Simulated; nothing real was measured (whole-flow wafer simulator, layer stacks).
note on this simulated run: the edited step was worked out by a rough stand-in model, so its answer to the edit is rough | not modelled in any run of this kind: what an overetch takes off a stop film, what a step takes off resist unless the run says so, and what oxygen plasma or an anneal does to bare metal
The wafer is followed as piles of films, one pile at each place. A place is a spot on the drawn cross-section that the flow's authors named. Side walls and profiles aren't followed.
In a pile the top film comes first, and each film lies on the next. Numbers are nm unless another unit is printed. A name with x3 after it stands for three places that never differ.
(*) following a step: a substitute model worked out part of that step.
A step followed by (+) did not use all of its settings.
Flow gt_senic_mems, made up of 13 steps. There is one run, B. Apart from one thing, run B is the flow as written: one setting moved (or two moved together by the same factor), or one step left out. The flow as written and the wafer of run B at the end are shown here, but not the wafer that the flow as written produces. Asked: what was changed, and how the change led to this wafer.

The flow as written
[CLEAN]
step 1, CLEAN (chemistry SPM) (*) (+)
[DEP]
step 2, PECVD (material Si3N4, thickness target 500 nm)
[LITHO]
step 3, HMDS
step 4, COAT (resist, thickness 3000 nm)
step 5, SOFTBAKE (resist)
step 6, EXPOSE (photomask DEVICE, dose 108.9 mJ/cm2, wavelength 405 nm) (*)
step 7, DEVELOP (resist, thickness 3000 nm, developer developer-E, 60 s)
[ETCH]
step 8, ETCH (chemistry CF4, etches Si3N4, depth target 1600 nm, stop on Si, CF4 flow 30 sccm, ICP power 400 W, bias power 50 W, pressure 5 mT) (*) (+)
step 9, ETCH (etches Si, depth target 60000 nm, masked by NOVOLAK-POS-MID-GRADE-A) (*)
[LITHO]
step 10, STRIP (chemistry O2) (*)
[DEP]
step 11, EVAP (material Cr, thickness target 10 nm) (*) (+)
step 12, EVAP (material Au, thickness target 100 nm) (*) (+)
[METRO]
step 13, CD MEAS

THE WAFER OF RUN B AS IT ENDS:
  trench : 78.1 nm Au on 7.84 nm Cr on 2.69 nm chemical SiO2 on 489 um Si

Cause: step 9, ETCH: depth target 36000 nm was run, though the flow has depth target 60000 nm.

Step by step, how the change led to this:
  step 9, ETCH (etches Si, depth target 60000 nm, masked by NOVOLAK-POS-MID-GRADE-A) (*)
      field: resist loses 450 (in the flow as written it would be: resist loses 750)
      trench: Si loses 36 um (in the flow as written it would be: Si loses 60 um)
  step 10, STRIP (chemistry O2) (*)
      field: resist loses 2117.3 (all of it) (in the flow as written it would be: resist loses 1817.3 (all of it))
  step 11, EVAP (material Cr, thickness target 10 nm) (*) (+)
      trench: Cr gains 7.84 (new film) (in the flow as written it would be: Cr gains 6.45 (new film))
  step 12, EVAP (material Au, thickness target 100 nm) (*) (+)
      trench: Au gains 78.1 (new film) (in the flow as written it would be: Au gains 64.1 (new film))
